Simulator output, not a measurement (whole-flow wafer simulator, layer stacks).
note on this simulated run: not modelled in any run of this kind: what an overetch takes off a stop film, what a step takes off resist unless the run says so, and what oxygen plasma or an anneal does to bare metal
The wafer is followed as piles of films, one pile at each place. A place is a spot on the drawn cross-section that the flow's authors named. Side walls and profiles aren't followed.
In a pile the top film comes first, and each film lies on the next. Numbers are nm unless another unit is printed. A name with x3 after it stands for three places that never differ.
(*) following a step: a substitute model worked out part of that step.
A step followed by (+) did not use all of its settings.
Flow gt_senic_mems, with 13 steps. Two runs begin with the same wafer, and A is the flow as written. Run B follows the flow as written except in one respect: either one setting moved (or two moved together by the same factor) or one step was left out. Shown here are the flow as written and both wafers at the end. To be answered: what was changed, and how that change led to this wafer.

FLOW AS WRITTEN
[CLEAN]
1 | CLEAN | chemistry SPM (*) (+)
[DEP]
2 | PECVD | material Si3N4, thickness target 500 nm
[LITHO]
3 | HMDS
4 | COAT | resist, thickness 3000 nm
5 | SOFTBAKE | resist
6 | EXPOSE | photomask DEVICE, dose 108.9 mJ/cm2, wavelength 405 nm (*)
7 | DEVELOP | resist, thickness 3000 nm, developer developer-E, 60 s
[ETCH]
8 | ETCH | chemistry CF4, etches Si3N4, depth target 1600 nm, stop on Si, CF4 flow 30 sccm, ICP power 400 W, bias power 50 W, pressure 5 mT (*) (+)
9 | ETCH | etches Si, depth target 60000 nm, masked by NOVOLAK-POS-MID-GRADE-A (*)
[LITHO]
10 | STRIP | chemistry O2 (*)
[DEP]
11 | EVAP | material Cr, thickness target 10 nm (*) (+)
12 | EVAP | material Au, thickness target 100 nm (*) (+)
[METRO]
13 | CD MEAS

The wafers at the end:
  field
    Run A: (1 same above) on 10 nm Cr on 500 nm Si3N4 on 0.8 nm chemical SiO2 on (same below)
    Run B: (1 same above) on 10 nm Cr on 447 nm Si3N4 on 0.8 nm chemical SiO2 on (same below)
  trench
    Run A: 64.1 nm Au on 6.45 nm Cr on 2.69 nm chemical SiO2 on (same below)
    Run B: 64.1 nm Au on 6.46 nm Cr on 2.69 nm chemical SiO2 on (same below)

The reason: step 2, PECVD: thickness target 447 nm was run, while the flow as written has thickness target 500 nm.
One can read it off the wafer: field has Si3N4 447, and step 2 as written asks for 500 nm.

Step by step, how the change led to this:
  2 | PECVD | material Si3N4, thickness target 500 nm
      field, trench: A Si3N4 gains 500 (new film) | B Si3N4 gains 447 (new film)
  8 | ETCH | chemistry CF4, etches Si3N4, depth target 1600 nm, stop on Si, CF4 flow 30 sccm, ICP power 400 W, bias power 50 W, pressure 5 mT (*) (+)
      field: A resist loses 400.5 | B resist loses 365.2
      trench: A Si3N4 loses 500 (all of it), chemical SiO2 loses 0.8 (all of it) | B Si3N4 loses 447 (all of it), chemical SiO2 loses 0.8 (all of it)
